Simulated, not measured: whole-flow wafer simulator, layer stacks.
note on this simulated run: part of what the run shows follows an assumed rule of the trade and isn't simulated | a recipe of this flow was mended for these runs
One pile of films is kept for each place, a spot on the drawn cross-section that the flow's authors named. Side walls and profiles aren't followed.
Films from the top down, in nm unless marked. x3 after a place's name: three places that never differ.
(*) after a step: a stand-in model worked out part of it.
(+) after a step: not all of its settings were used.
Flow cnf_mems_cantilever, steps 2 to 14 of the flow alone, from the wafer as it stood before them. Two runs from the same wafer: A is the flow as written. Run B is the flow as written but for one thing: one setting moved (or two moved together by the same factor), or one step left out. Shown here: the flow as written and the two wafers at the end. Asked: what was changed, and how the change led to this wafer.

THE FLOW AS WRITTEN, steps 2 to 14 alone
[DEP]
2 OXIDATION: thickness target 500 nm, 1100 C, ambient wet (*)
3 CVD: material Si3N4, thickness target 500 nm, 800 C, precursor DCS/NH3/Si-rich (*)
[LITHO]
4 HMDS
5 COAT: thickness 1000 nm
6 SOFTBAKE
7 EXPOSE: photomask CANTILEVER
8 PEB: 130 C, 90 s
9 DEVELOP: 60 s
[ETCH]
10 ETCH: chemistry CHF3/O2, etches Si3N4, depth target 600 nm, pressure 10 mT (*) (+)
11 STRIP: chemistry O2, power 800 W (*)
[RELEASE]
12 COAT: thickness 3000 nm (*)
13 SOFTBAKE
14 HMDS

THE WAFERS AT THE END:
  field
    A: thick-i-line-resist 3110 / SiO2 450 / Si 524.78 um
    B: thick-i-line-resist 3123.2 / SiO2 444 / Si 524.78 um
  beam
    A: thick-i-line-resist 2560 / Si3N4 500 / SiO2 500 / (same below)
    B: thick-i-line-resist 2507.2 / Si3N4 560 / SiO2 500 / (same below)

The cause: step 3, CVD: thickness target 560 nm was run, where the flow has thickness target 500 nm; step 10, ETCH: depth target 672 nm was run, where the flow has depth target 600 nm.
It can be read off the wafer: beam has Si3N4 560, and step 3 as written asks for 500 nm.

How the change led to this, step by step:
  3 CVD: material Si3N4, thickness target 500 nm, 800 C, precursor DCS/NH3/Si-rich (*)
      field, beam: A Si3N4 +500 (new film) | B Si3N4 +560 (new film)
  10 ETCH: chemistry CHF3/O2, etches Si3N4, depth target 600 nm, pressure 10 mT (*) (+)
      field: A Si3N4 -500 (all of it), SiO2 -50 | B Si3N4 -560 (all of it), SiO2 -56
      beam: A KrF-resist -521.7 | B KrF-resist -584.3
  11 STRIP: chemistry O2, power 800 W (*)
      beam: A KrF-resist -460.9 (all of it) | B KrF-resist -398.3 (all of it)
  13 SOFTBAKE
      field: A thick-i-line-resist +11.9 | B thick-i-line-resist +13.6
      beam: A thick-i-line-resist -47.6 | B thick-i-line-resist -54.5
